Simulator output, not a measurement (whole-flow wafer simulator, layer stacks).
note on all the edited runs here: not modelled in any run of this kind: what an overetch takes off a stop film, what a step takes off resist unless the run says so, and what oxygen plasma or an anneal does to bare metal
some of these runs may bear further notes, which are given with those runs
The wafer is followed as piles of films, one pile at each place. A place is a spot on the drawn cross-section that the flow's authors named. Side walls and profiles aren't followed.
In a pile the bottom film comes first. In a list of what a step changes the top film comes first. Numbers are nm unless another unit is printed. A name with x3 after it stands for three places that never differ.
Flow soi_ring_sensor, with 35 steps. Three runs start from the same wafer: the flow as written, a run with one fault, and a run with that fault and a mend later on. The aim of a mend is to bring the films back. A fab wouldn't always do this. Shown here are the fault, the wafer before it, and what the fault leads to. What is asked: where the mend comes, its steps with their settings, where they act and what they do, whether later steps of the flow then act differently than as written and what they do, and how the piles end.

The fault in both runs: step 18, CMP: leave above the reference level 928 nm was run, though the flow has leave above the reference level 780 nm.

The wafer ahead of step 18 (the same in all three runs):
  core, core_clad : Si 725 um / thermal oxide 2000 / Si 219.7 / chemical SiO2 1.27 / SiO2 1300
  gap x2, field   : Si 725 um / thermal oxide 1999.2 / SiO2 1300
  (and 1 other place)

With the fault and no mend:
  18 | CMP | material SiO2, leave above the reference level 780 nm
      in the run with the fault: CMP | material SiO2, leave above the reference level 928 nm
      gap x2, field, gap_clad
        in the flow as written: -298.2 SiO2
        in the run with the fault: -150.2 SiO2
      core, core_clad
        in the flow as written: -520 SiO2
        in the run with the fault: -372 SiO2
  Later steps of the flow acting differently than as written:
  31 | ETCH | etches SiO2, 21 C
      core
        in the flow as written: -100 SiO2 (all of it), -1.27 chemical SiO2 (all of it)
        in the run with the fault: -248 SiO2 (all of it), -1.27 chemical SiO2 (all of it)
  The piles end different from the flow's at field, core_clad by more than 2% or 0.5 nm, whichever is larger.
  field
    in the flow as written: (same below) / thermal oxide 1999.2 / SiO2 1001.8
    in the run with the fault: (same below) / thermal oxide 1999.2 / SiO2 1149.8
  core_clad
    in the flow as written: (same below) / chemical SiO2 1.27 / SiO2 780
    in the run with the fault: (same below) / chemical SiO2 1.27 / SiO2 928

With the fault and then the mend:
  The mend follows step 19.
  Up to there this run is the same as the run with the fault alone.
  19a | CMP | material SiO2, leave above the reference level 780 nm (the flow's step 18, run once more)
      core, gap x2, field, core_clad, gap_clad
        -148 SiO2
  Later steps of the flow that are run all act as written at every place that is followed.
  By the end, the piles equal the flow's at every place that both follow.
